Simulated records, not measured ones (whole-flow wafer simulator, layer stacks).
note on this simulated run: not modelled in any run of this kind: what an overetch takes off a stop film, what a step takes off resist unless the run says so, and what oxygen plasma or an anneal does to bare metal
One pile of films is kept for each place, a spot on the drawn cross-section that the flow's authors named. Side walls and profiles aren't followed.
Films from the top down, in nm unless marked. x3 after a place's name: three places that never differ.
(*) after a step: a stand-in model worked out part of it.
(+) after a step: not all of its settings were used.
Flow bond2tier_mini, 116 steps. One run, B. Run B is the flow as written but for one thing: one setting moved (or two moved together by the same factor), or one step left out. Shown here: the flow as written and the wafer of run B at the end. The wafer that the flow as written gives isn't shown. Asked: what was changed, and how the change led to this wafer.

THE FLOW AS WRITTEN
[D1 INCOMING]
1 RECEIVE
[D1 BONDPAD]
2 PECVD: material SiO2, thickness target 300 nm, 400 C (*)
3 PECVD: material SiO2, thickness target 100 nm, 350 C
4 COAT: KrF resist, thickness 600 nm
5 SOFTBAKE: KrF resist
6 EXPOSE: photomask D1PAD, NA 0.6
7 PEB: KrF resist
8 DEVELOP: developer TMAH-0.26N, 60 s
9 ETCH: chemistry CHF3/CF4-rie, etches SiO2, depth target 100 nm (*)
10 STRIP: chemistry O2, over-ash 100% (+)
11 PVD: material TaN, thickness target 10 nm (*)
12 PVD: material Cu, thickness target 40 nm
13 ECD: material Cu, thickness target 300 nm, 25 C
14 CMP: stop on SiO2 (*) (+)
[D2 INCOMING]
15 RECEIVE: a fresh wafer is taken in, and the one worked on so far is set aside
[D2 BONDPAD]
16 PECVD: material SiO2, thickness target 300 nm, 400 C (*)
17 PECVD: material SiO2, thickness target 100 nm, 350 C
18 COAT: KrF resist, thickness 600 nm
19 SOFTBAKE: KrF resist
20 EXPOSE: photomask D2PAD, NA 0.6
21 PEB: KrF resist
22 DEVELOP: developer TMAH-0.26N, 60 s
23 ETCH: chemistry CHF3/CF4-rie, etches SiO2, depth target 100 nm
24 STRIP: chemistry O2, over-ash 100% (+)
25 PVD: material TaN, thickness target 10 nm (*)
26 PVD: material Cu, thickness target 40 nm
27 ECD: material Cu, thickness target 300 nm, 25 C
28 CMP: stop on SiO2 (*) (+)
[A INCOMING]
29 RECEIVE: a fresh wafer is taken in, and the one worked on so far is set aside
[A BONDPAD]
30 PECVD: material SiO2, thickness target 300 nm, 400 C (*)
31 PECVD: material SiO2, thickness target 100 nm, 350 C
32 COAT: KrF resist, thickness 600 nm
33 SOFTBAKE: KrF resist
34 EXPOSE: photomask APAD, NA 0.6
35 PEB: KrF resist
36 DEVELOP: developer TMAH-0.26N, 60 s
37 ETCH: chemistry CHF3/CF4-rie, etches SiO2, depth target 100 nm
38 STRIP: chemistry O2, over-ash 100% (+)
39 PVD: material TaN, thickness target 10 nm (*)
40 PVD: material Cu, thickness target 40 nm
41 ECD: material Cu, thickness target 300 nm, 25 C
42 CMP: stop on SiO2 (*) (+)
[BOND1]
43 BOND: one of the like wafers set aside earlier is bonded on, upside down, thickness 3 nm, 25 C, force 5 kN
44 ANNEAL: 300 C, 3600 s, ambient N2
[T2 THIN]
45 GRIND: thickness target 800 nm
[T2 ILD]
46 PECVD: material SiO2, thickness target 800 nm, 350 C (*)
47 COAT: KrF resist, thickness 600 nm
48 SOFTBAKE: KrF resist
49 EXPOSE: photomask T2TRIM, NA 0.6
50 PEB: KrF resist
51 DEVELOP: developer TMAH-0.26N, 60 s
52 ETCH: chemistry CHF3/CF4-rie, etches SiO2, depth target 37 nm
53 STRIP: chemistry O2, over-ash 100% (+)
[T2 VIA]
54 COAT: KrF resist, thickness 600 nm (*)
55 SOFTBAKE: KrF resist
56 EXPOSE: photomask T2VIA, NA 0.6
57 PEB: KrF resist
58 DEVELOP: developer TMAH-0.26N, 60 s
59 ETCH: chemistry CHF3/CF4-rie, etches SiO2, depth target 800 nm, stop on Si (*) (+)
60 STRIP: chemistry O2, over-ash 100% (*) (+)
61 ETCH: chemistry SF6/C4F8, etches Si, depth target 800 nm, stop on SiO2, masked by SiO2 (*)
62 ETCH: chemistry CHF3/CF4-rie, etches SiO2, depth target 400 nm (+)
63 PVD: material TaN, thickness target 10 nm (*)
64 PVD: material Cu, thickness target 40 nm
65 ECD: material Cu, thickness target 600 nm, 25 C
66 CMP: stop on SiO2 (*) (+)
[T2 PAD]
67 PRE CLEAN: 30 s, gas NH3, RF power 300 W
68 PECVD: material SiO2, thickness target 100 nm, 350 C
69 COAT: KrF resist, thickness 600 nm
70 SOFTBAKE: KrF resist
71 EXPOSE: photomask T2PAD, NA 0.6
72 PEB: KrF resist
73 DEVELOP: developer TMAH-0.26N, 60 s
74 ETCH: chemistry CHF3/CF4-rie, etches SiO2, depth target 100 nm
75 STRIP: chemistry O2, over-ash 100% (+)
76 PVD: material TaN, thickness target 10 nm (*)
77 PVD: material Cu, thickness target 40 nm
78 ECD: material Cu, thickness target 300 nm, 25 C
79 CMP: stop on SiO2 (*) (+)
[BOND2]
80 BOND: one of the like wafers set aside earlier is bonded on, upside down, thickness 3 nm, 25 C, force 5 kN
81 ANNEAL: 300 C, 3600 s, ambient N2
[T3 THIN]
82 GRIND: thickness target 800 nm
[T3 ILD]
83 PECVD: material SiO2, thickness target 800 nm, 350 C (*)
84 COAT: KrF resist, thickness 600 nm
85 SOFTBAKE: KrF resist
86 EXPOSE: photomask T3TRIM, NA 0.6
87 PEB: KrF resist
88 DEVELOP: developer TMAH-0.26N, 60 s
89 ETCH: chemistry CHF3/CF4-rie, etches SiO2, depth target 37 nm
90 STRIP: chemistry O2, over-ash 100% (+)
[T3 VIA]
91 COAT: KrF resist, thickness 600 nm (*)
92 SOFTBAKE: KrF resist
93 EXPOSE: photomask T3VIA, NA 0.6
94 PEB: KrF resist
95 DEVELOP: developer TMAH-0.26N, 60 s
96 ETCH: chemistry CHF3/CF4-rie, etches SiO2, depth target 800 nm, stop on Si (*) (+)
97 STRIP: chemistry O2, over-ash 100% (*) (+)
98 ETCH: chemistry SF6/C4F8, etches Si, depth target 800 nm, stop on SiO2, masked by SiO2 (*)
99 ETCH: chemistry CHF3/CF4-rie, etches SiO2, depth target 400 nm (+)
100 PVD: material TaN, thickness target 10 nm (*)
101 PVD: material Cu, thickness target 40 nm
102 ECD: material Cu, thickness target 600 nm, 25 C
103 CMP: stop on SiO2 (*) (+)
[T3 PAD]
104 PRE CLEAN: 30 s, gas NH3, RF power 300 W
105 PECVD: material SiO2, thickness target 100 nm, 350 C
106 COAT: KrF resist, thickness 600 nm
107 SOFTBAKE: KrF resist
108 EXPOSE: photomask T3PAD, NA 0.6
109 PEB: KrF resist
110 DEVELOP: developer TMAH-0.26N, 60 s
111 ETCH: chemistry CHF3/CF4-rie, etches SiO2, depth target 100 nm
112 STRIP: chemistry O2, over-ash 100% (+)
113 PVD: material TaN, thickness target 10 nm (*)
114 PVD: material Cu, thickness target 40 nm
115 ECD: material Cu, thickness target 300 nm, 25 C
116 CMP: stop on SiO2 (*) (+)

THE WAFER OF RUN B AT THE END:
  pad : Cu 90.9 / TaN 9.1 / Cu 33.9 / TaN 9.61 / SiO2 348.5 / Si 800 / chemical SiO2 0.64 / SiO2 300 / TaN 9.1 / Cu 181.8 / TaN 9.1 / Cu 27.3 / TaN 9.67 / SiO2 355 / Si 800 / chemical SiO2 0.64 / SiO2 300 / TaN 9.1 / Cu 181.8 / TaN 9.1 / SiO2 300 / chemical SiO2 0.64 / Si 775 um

The cause: step 89, ETCH: depth target 43.5 nm was run, where the flow has depth target 37 nm.

How the change led to this, step by step:
  89 ETCH: chemistry CHF3/CF4-rie, etches SiO2, depth target 37 nm
      field: KrF resist -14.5 (as written it would be: KrF resist -12.3)
      pad: SiO2 -43.5 (as written it would be: SiO2 -37)
